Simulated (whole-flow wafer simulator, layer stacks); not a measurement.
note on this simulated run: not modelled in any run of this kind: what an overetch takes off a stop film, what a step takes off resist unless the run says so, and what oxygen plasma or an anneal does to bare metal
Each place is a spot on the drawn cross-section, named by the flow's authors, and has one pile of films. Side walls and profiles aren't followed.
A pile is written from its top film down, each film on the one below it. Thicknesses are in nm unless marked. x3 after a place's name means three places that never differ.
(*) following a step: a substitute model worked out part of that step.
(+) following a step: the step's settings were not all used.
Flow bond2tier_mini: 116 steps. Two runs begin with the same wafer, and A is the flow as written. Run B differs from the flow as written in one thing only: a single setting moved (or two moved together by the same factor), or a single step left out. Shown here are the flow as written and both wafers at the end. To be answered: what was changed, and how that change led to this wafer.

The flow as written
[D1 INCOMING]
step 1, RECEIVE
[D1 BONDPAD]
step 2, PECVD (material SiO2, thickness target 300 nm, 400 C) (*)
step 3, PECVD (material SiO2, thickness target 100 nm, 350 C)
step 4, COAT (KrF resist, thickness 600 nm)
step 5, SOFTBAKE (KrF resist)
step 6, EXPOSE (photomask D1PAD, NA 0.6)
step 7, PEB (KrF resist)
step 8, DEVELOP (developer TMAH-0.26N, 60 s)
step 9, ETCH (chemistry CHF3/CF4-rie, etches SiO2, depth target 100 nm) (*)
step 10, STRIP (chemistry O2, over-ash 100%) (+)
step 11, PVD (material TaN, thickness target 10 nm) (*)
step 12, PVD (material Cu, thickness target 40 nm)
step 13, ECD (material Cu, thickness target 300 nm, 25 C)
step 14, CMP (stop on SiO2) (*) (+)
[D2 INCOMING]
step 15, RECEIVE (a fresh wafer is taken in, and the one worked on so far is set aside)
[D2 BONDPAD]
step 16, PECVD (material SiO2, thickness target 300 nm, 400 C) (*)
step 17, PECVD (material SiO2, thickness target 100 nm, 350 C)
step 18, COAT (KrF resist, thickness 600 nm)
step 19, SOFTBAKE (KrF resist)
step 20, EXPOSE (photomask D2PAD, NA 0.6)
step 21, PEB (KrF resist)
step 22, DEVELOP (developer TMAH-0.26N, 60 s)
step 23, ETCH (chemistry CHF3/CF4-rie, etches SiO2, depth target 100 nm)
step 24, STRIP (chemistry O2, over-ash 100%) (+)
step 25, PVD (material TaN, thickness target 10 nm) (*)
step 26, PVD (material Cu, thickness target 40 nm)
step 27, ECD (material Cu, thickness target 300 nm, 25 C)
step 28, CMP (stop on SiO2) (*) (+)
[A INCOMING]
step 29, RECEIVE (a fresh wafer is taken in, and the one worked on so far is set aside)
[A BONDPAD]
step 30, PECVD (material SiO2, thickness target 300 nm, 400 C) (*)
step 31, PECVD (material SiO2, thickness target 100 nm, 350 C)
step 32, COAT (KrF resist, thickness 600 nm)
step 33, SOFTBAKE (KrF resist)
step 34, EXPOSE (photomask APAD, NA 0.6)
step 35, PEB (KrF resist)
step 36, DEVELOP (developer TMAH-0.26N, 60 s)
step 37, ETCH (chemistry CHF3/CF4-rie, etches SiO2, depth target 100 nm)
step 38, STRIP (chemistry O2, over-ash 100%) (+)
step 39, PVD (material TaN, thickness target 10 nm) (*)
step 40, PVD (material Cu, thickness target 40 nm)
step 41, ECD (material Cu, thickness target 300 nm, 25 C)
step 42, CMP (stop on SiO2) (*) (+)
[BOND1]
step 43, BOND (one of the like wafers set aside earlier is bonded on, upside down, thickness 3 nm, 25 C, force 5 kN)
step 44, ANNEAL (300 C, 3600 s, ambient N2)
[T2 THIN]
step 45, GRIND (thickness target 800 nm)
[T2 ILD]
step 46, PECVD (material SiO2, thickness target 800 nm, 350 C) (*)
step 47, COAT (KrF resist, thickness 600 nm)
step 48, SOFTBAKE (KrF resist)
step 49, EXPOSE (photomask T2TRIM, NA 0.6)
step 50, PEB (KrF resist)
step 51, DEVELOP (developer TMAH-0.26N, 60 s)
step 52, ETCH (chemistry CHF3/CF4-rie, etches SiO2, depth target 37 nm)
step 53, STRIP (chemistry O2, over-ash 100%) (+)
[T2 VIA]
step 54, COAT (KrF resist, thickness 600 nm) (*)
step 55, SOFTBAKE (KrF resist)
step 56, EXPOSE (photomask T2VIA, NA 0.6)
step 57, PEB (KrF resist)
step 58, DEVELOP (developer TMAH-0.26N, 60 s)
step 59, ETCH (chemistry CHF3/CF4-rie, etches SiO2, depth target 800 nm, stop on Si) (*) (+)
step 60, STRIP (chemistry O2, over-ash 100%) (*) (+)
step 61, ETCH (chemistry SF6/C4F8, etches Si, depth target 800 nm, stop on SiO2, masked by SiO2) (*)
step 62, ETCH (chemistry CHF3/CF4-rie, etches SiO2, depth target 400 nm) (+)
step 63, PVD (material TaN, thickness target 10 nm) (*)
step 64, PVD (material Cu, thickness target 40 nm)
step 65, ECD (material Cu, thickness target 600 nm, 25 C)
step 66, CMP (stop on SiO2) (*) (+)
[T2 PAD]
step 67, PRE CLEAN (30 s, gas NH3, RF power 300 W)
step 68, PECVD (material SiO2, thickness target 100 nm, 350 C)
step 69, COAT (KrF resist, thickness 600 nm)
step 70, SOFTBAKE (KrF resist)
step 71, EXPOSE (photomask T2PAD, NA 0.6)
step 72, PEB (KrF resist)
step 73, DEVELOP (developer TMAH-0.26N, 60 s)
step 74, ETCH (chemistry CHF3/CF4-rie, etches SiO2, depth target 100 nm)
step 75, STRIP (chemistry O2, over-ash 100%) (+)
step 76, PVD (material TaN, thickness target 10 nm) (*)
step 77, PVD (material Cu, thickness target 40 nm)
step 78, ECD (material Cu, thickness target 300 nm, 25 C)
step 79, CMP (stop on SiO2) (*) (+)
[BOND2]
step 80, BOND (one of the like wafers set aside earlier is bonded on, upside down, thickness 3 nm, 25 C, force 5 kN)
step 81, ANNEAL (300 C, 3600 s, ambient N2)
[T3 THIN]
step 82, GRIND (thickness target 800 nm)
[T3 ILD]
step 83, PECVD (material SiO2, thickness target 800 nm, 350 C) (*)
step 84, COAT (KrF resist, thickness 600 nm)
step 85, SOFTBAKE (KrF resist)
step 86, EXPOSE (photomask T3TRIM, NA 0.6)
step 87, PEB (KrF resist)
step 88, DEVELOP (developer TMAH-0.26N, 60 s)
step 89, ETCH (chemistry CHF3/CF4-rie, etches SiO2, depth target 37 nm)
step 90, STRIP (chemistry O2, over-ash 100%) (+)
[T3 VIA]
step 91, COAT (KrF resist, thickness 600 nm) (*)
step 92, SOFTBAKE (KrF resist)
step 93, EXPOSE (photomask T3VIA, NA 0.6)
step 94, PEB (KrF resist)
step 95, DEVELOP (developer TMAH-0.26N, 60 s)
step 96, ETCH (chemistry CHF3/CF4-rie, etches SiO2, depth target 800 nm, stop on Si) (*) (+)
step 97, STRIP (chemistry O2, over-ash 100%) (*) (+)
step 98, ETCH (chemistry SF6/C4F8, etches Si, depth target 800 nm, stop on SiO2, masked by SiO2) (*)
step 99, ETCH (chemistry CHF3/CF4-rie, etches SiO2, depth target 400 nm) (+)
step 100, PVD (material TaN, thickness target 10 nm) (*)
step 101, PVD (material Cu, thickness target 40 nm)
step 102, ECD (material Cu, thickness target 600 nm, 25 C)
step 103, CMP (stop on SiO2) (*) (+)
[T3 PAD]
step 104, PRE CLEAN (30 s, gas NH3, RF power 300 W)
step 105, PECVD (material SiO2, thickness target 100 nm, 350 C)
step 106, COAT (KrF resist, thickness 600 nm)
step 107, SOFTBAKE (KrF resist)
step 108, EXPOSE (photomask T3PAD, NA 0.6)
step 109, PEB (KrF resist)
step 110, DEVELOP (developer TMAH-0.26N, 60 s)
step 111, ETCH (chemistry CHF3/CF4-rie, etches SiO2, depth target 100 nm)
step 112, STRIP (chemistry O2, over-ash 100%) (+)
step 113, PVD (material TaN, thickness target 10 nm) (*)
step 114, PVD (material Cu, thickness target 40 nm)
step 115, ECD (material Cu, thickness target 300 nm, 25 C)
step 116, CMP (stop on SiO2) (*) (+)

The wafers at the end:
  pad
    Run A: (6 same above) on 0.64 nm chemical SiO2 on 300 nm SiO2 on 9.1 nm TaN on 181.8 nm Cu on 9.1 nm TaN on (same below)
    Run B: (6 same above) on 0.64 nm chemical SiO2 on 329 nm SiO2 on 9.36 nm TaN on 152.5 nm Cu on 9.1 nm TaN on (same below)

The reason: step 23, ETCH: depth target 71 nm was run, though the flow has depth target 100 nm.

The path from the change to this, step by step:
  step 23, ETCH (chemistry CHF3/CF4-rie, etches SiO2, depth target 100 nm)
      pad, via: A SiO2 loses 100 | B SiO2 loses 71
      field: A KrF resist loses 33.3 | B KrF resist loses 23.7
  step 26, PVD (material Cu, thickness target 40 nm)
      pad: A Cu gains 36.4 (new film) | B Cu gains 37.4 (new film)
  step 27, ECD (material Cu, thickness target 300 nm, 25 C)
      pad: A Cu gains 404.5 | B Cu gains 374.2
      via: A Cu gains 400.2 | B Cu gains 371.1
  step 80, BOND (one of the like wafers set aside earlier is bonded on, upside down, thickness 3 nm, 25 C, force 5 kN)
      pad: A Si gains 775 um (new film), chemical SiO2 gains 0.64 (new film), SiO2 gains 300 (new film), TaN gains 9.1 (new film), Cu gains 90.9 | B Si gains 775 um (new film), chemical SiO2 gains 0.64 (new film), SiO2 gains 329 (new film), TaN gains 9.36 (new film), Cu gains 61.6
